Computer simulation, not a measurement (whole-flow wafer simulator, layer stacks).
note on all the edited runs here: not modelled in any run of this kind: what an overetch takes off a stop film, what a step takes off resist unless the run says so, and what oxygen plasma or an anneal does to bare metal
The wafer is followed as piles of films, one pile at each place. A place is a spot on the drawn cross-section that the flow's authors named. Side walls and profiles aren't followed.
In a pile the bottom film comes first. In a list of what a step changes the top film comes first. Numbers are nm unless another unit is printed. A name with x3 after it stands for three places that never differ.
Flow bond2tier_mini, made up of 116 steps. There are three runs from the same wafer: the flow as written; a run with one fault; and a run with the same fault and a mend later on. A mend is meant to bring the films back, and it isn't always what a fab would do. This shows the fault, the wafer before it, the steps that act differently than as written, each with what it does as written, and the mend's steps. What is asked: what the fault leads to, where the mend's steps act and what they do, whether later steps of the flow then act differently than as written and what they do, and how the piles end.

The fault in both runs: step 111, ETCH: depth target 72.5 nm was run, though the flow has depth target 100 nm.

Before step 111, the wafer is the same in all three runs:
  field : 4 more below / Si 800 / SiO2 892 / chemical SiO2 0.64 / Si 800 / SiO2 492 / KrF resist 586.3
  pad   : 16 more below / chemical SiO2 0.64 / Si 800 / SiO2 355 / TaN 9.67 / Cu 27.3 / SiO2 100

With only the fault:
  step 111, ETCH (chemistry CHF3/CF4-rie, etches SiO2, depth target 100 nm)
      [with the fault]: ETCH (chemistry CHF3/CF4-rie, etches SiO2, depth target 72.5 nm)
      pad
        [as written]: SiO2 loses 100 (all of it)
        [with the fault]: SiO2 loses 72.5
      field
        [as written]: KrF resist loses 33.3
        [with the fault]: KrF resist loses 24.2
  Steps later in the flow that act otherwise than as written (2 other steps are not shown; they differ only slightly, by no more than 2% or 0.5 nm, whichever is larger):
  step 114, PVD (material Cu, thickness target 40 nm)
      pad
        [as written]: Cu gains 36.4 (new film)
        [with the fault]: Cu gains 37.4 (new film)
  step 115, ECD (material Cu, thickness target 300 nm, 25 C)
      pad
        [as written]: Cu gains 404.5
        [with the fault]: Cu gains 375.8
  By the end, the piles at pad depart from the flow's by more than 2% or 0.5 nm, whichever is larger.
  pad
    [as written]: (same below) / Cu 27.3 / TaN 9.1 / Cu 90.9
    [with the fault]: (same below) / Cu 27.3 / SiO2 27.5 / TaN 9.35 / Cu 63.2

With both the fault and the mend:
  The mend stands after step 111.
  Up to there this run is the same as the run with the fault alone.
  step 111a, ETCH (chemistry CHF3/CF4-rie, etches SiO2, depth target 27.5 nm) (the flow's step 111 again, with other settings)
      field
        KrF resist loses 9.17
      pad
        SiO2 loses 27.5 (all of it)
  Every later step of the flow that is run acts as written at every place that is followed.
  The piles end the same as the flow's at every place that both follow.
